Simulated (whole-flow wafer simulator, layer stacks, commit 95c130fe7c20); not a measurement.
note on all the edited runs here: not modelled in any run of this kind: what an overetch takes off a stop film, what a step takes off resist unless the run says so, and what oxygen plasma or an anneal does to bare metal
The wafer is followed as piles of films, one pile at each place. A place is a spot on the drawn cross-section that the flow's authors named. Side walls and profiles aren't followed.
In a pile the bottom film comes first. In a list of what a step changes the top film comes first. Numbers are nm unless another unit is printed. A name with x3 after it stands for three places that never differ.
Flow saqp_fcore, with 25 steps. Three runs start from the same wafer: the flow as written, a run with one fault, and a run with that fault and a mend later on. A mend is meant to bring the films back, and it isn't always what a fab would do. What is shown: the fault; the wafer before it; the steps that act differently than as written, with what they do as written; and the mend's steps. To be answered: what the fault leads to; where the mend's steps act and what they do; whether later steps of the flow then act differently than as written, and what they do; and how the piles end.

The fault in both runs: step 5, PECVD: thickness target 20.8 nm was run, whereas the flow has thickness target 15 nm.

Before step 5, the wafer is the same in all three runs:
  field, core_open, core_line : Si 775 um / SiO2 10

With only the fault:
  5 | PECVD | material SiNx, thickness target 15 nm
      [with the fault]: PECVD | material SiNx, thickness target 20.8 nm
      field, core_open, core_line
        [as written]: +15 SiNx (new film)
        [with the fault]: +20.8 SiNx (new film)
  Every later step of the flow that is run acts as written at every place that is followed.
  By the end, the piles at field, core_open, core_line depart from the flow's by more than 2% or 0.5 nm, whichever is larger.
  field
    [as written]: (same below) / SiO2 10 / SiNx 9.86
    [with the fault]: (same below) / SiO2 10 / SiNx 15.7
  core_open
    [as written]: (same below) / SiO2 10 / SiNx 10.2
    [with the fault]: (same below) / SiO2 10 / SiNx 16
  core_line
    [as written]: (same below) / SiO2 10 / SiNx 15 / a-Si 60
    [with the fault]: (same below) / SiO2 10 / SiNx 20.8 / a-Si 60

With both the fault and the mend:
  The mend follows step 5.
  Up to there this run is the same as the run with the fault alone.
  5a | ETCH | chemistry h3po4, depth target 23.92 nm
      field, core_open, core_line
        -20.8 SiNx (all of it)
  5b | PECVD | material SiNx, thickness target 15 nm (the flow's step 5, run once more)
      field, core_open, core_line
        +15 SiNx (new film)
  Every later step of the flow that is run acts as written at every place that is followed.
  The piles end the same as the flow's at every place that both follow.
